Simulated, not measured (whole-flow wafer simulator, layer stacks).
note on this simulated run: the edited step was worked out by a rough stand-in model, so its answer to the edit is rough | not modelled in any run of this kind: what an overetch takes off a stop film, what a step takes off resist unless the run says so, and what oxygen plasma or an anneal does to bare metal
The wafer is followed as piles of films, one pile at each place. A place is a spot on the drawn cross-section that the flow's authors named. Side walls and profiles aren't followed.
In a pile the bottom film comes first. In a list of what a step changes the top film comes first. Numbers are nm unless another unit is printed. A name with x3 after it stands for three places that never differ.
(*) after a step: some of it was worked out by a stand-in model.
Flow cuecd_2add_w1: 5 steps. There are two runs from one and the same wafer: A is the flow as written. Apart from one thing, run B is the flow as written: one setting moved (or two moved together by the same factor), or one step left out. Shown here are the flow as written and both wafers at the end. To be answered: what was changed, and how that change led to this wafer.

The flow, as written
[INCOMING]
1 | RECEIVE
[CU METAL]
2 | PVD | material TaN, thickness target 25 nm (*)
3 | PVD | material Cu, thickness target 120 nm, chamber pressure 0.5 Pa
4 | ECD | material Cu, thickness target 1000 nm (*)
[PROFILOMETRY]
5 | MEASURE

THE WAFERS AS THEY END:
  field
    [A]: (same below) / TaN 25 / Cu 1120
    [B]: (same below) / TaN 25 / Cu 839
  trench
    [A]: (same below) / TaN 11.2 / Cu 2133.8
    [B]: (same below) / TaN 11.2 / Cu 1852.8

Cause: step 4, ECD: thickness target 719 nm was run, while the flow as written has thickness target 1000 nm.

How this came from the change, step by step:
  4 | ECD | material Cu, thickness target 1000 nm (*)
      field: A +1000 Cu | B +719 Cu
      trench: A +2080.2 Cu | B +1799.2 Cu
